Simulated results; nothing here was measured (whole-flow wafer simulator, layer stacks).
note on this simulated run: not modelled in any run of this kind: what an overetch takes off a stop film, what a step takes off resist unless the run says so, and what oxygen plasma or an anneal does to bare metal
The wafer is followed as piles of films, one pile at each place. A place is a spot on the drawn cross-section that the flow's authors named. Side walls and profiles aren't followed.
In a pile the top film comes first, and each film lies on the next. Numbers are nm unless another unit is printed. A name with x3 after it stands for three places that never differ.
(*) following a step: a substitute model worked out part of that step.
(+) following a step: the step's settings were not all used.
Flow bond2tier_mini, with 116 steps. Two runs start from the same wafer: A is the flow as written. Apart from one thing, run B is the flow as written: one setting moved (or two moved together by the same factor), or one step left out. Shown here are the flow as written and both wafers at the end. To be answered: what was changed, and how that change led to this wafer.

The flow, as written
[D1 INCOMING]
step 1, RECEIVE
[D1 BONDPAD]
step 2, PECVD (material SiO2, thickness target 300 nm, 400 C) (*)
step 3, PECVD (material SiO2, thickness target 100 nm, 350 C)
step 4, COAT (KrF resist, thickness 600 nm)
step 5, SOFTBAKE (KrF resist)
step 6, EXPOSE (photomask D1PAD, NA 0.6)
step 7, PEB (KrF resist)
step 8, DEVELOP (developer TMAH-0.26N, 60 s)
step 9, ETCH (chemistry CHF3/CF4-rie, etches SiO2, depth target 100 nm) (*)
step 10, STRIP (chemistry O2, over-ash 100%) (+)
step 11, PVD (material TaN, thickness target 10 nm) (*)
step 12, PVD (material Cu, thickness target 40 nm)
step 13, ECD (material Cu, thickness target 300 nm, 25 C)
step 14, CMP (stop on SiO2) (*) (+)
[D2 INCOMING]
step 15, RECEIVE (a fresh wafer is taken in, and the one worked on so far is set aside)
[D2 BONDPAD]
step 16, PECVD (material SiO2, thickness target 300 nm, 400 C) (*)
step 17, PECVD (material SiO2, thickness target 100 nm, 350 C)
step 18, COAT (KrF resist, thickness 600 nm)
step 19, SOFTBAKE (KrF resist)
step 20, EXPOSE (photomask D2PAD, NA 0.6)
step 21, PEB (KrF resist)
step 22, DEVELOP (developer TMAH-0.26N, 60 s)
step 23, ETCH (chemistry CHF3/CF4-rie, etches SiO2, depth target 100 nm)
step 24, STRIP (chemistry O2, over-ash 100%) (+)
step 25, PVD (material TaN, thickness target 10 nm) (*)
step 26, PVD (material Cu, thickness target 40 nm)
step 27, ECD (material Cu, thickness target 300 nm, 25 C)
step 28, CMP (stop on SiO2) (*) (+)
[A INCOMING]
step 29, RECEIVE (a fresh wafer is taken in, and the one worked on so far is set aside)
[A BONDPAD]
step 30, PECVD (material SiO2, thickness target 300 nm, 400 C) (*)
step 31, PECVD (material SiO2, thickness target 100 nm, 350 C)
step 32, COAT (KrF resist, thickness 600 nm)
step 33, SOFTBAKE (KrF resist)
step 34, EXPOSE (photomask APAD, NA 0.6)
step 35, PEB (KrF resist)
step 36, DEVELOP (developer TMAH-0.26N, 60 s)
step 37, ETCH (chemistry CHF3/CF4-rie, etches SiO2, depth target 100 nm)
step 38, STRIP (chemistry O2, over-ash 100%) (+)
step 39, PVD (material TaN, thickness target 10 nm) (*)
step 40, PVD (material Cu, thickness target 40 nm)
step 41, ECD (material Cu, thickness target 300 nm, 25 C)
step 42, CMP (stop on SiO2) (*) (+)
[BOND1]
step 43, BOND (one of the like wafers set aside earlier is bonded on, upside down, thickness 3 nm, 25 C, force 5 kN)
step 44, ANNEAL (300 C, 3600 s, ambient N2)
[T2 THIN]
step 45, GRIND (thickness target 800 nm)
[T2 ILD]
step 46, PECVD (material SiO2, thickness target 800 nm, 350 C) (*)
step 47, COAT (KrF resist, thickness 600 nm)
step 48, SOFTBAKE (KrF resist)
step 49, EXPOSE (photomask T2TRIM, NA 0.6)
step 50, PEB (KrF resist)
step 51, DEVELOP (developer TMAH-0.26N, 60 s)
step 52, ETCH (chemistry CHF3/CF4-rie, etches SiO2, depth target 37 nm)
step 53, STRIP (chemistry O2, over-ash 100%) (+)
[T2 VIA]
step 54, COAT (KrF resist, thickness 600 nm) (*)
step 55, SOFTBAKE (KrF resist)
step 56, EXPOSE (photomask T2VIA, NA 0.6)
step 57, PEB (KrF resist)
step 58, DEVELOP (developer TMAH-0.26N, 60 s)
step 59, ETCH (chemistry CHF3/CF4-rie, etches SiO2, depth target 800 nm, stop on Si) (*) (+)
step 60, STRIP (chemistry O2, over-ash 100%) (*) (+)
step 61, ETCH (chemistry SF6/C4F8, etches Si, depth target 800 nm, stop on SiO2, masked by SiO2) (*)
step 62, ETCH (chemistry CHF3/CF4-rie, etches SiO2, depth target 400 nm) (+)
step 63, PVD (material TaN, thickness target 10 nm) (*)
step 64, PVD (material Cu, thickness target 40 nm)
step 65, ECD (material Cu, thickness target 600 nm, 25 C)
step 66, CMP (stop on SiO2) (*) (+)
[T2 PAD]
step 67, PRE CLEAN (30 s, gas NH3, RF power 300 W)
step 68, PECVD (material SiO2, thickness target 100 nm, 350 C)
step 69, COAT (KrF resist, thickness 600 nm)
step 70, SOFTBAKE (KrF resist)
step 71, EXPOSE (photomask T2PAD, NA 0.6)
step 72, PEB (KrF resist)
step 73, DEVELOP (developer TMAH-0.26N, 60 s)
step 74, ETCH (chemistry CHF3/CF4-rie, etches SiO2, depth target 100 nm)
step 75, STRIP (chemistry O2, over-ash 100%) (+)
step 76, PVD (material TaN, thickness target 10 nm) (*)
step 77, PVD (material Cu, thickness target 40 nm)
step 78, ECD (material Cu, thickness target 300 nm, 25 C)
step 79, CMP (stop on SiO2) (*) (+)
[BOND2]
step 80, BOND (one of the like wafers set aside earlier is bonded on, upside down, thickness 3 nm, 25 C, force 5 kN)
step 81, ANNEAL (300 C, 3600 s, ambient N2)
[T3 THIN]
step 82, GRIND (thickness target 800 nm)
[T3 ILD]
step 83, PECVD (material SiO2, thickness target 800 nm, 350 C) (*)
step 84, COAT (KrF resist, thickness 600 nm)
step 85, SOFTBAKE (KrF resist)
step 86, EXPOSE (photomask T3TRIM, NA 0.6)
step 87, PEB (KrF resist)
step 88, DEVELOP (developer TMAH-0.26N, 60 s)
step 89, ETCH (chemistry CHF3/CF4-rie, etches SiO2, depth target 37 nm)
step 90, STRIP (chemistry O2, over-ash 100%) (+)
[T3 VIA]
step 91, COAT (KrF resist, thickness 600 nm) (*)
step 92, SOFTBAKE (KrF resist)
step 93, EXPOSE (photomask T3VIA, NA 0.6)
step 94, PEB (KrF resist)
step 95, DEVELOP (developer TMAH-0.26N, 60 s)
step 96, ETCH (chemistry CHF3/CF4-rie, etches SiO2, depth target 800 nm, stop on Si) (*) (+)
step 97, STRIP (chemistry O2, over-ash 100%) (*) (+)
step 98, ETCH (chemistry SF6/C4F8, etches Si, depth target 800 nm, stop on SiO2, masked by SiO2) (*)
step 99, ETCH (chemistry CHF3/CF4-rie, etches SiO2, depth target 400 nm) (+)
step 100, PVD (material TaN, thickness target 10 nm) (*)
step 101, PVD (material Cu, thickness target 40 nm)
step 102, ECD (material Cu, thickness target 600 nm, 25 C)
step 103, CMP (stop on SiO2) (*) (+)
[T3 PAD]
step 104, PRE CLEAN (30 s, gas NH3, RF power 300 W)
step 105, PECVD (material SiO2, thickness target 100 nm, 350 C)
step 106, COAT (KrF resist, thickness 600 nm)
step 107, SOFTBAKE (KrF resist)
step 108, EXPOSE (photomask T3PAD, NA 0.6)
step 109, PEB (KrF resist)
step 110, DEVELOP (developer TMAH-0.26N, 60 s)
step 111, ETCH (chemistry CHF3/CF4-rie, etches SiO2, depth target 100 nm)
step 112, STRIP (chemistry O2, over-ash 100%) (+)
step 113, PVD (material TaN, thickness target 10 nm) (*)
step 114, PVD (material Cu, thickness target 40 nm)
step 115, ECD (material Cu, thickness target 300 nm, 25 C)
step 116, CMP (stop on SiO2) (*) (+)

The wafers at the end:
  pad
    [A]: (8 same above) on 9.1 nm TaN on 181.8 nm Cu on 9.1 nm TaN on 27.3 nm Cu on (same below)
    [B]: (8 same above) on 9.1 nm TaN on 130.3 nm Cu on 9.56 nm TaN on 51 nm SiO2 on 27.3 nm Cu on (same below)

Cause: step 74, ETCH: depth target 49 nm was run, whereas the flow has depth target 100 nm.

How this came from the change, step by step:
  step 74, ETCH (chemistry CHF3/CF4-rie, etches SiO2, depth target 100 nm)
      pad: A SiO2 loses 100 (all of it) | B SiO2 loses 49
      field: A KrF resist loses 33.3 | B KrF resist loses 16.3
  step 75, STRIP (chemistry O2, over-ash 100%) (+)
      field: A KrF resist loses 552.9 (all of it) | B KrF resist loses 569.9 (all of it)
  step 77, PVD (material Cu, thickness target 40 nm)
      pad: A Cu gains 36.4 (new film) | B Cu gains 38.2 (new film)
  step 78, ECD (material Cu, thickness target 300 nm, 25 C)
      pad: A Cu gains 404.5 | B Cu gains 351.2
With metal films that touch counted as one body, pad has 4 bodies (between them, from the top down: SiO2 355 / Si 800 / chemical SiO2 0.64 / SiO2 300; SiO2 51; SiO2 355 / Si 800 / chemical SiO2 0.64 / SiO2 300); the flow as written gives 3 bodies (between them, from the top down: SiO2 355 / Si 800 / chemical SiO2 0.64 / SiO2 300; SiO2 355 / Si 800 / chemical SiO2 0.64 / SiO2 300).
